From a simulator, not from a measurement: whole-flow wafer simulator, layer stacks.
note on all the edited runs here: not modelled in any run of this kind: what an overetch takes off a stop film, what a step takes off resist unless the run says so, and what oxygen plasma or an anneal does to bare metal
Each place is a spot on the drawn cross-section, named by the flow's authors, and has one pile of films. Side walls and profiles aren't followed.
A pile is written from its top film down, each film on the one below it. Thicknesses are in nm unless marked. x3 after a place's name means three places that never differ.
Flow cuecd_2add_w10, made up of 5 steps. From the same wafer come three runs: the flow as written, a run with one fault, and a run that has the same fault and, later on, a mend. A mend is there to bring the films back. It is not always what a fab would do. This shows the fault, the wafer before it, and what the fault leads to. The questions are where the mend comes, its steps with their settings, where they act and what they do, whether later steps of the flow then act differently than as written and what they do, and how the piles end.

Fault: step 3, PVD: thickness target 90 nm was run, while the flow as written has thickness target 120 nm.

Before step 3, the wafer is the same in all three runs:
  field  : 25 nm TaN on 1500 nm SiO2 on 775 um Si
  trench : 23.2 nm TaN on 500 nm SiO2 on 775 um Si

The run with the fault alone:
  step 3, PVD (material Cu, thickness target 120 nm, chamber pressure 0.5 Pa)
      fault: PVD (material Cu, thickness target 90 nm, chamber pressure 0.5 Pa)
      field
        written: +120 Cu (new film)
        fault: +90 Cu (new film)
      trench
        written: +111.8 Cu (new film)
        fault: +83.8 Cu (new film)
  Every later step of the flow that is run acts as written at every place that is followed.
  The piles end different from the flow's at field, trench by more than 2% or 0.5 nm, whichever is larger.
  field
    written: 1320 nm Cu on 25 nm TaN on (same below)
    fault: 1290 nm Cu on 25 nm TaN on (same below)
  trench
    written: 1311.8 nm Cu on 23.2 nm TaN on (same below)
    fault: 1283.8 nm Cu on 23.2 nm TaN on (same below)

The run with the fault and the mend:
  After step 3 comes the mend.
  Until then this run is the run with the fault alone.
  step 3a, PVD (material Cu, thickness target 30 nm, chamber pressure 0.5 Pa) (a further turn of the flow's step 3, with different settings)
      field
        +30 Cu
      trench
        +27.9 Cu
  Every later step of the flow that is run acts as written at every place that is followed.
  The piles end only slightly different from the flow's at the places that both follow, by no more than 2% or 0.5 nm, whichever is larger.
